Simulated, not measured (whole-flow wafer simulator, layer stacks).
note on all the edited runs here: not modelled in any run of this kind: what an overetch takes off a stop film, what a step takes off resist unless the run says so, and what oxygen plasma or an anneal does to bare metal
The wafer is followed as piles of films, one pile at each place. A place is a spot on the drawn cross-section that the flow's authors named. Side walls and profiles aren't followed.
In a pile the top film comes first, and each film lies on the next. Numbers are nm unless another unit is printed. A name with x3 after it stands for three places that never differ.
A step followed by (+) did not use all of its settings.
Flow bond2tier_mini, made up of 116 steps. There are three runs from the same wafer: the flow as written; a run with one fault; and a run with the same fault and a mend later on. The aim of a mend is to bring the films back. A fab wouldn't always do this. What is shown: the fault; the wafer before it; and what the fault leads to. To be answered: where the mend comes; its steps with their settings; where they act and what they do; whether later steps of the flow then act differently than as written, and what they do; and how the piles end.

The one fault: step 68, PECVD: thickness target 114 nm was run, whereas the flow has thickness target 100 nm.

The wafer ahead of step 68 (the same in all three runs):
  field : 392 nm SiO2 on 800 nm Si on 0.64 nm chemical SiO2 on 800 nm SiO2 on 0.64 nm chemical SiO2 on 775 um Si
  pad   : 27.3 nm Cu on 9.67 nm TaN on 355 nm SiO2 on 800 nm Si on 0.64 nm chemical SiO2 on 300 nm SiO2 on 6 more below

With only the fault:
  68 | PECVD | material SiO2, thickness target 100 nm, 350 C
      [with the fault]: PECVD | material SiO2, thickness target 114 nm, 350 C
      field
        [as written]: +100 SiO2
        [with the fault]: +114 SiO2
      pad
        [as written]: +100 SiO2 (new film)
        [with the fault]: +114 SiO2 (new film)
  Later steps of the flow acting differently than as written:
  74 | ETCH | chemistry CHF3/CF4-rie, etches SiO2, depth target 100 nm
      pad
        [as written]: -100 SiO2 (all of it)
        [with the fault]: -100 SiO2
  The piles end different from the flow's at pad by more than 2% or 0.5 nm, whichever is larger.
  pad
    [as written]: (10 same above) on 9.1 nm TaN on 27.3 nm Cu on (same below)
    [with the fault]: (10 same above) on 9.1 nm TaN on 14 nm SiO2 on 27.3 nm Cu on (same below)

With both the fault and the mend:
  The mend stands after step 73.
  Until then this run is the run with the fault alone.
  73a | STRIP | chemistry O2, over-ash 100% (+)
      field
        -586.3 KrF resist (all of it)
  73b | ETCH | chemistry CHF3/CF4-rie, etches SiO2, depth target 14 nm (the flow's step 62 again, with other settings)
      field, pad
        -14 SiO2
  73c | COAT | KrF resist, thickness 600 nm (the flow's step 69 again)
      field, pad
        +600 KrF resist (new film)
  73d | SOFTBAKE | KrF resist (the flow's step 70 again)
      alters no film at any place that is followed
  73e | EXPOSE | photomask T2PAD, NA 0.6 (the flow's step 71 again)
      alters no film at any place that is followed
  73f | PEB | KrF resist (the flow's step 72 again)
      alters no film at any place that is followed
  73g | DEVELOP | developer TMAH-0.26N, 60 s (the flow's step 73 again)
      field
        -13.7 KrF resist
      pad
        -600 KrF resist (all of it)
  None of the later steps of the flow acts differently than as written at any place that is followed.
  The piles end the same as the flow's at every place that both follow.
